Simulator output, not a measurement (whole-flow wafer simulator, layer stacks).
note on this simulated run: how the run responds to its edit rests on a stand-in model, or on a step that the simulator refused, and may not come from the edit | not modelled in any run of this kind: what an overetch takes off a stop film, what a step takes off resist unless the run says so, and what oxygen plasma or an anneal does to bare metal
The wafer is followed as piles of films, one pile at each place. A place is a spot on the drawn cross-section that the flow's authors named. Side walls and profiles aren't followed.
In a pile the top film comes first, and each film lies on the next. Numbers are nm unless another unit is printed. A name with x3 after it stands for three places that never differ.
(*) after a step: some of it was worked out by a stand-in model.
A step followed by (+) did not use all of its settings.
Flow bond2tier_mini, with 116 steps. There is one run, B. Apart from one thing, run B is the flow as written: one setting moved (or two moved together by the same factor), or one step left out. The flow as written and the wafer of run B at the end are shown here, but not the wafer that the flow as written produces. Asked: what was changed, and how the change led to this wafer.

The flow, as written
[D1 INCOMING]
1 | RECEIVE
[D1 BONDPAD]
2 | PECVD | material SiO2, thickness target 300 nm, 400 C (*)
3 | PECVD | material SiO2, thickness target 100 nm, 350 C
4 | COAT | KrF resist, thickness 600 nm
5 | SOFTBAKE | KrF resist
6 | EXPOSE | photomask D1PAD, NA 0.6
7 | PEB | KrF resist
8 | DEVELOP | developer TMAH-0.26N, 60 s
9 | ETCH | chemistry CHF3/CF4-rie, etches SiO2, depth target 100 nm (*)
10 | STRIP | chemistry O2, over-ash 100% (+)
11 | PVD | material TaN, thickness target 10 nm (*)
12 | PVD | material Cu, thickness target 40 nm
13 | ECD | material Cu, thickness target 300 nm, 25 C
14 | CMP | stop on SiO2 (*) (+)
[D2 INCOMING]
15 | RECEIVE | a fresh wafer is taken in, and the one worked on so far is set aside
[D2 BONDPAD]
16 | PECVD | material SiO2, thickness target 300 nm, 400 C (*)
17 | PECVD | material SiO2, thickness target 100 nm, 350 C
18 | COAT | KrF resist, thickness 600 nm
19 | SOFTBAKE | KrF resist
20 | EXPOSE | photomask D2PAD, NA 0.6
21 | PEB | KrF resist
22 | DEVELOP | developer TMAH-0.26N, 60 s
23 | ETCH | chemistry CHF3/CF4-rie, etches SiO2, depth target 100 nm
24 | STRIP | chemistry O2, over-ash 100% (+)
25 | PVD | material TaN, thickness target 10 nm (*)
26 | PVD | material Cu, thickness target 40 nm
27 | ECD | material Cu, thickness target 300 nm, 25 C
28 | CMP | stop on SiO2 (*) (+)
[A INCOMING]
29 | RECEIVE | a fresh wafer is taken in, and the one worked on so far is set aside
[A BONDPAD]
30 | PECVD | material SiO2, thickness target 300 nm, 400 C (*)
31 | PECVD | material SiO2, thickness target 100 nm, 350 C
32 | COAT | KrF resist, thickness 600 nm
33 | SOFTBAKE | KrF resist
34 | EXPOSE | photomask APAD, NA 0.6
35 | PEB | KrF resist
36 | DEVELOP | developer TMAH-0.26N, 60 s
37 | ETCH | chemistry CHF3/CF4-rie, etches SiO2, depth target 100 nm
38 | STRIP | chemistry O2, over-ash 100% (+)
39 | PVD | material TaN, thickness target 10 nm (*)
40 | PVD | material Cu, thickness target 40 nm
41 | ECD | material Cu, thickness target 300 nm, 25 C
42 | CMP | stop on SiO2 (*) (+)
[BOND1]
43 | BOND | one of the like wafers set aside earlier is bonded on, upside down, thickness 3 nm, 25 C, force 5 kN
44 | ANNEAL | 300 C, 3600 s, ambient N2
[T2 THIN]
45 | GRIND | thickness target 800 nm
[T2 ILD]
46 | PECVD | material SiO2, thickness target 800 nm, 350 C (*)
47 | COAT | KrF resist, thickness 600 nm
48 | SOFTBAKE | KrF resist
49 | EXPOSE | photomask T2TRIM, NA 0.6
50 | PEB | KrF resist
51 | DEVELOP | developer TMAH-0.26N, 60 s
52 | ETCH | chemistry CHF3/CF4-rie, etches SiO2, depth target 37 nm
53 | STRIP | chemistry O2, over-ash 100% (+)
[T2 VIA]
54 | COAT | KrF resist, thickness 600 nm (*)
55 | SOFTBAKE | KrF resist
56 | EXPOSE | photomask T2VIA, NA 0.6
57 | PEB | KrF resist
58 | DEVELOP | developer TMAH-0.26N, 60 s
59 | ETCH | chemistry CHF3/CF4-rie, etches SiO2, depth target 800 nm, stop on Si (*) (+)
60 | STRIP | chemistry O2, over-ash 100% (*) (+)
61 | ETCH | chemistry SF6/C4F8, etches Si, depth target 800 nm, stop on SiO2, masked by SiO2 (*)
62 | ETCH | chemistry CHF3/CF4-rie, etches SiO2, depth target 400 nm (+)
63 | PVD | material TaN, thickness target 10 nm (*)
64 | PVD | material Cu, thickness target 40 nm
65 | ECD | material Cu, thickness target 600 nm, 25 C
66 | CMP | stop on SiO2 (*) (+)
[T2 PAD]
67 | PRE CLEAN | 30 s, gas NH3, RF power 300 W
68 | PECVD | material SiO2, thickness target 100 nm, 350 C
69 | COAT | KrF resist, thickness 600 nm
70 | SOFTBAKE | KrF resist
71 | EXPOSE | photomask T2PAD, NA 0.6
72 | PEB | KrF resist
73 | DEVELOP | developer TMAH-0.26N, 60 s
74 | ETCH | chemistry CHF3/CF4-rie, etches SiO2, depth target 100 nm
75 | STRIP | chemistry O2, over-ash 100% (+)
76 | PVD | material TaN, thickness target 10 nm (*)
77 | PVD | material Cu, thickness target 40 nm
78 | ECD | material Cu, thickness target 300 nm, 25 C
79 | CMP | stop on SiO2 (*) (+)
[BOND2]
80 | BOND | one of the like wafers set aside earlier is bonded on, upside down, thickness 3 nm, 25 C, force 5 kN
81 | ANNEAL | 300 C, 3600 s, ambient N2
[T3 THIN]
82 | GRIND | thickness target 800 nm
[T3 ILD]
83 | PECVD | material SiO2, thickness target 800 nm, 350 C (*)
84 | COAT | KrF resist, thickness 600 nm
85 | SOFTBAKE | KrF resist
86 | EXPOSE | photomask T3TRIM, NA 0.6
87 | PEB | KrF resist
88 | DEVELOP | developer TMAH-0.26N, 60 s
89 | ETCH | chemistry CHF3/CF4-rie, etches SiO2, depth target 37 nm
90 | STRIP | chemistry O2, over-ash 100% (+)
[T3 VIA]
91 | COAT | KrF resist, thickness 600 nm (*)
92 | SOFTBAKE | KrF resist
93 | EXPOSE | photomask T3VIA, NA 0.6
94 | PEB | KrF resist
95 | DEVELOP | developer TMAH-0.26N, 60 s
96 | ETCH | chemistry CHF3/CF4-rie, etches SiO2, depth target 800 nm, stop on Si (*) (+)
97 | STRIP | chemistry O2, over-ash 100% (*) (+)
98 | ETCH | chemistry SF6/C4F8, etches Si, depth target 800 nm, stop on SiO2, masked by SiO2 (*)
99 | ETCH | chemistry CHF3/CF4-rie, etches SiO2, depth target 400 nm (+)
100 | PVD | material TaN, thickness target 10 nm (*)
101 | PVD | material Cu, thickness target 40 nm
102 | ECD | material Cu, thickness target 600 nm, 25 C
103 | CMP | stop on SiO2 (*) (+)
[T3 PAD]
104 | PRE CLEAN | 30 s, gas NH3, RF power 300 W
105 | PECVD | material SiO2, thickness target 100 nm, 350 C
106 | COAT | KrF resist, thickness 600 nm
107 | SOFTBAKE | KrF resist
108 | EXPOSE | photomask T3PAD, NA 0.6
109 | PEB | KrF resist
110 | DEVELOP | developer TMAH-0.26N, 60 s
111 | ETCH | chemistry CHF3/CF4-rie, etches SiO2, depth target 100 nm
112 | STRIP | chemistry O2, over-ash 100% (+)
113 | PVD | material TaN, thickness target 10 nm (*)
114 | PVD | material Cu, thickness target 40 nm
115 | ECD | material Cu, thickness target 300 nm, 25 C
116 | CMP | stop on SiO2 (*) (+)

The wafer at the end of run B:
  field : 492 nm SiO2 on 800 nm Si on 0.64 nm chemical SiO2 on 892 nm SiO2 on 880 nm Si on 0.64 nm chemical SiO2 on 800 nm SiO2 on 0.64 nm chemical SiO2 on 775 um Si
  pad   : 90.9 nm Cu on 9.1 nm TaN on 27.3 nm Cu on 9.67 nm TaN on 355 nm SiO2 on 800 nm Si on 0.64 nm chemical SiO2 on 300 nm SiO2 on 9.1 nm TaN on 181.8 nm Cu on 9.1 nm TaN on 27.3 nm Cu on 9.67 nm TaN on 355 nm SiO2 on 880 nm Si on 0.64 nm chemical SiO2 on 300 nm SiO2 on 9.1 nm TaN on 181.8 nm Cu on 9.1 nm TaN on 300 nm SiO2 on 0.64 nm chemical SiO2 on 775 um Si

Cause: step 45, GRIND: thickness target 880 nm was run, while the flow as written has thickness target 800 nm.
The wafer itself shows it: field has Si 880, and step 45 as written asks for 800 nm.

How this came from the change, step by step:
  45 | GRIND | thickness target 800 nm
      field, pad, via: -774.12 um Si (in the flow as written it would be: -774.2 um Si)
